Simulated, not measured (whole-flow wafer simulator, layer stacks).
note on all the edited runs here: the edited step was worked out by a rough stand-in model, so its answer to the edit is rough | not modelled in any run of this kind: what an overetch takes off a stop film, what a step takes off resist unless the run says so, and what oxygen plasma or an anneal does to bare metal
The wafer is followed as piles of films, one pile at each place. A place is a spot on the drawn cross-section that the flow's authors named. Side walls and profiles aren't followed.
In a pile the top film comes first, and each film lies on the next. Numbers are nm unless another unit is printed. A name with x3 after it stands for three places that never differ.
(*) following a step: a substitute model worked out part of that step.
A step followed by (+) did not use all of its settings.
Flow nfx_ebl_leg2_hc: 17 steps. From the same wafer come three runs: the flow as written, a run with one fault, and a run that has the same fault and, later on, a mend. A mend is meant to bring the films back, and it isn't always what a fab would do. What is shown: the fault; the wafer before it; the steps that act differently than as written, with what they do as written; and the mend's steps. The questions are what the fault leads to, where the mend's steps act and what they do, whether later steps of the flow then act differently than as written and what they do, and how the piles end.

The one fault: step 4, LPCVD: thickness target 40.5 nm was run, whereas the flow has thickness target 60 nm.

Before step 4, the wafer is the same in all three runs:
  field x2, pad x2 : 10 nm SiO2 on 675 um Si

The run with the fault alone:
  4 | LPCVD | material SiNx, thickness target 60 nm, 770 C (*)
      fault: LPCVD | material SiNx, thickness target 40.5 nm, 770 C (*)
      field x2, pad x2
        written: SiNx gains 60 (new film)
        fault: SiNx gains 40.5 (new film)
  Steps further on in the flow that do not act as written:
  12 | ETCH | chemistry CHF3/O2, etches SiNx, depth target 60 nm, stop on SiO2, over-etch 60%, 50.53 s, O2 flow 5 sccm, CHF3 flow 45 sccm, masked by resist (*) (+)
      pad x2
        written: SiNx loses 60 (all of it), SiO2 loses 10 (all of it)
        fault: SiNx loses 40.5 (all of it), SiO2 loses 10 (all of it)
  The piles end different from the flow's at field x2 by more than 2% or 0.5 nm, whichever is larger.
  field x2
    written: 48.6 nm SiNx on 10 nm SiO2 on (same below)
    fault: 29.1 nm SiNx on 10 nm SiO2 on (same below)

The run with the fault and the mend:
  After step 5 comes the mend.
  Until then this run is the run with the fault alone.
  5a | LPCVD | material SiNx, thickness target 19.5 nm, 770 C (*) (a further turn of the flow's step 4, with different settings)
      field x2, pad x2
        SiNx gains 19.5
  Later steps of the flow that are run all act as written at every place that is followed.
  By the end, the piles equal the flow's at every place that both follow.
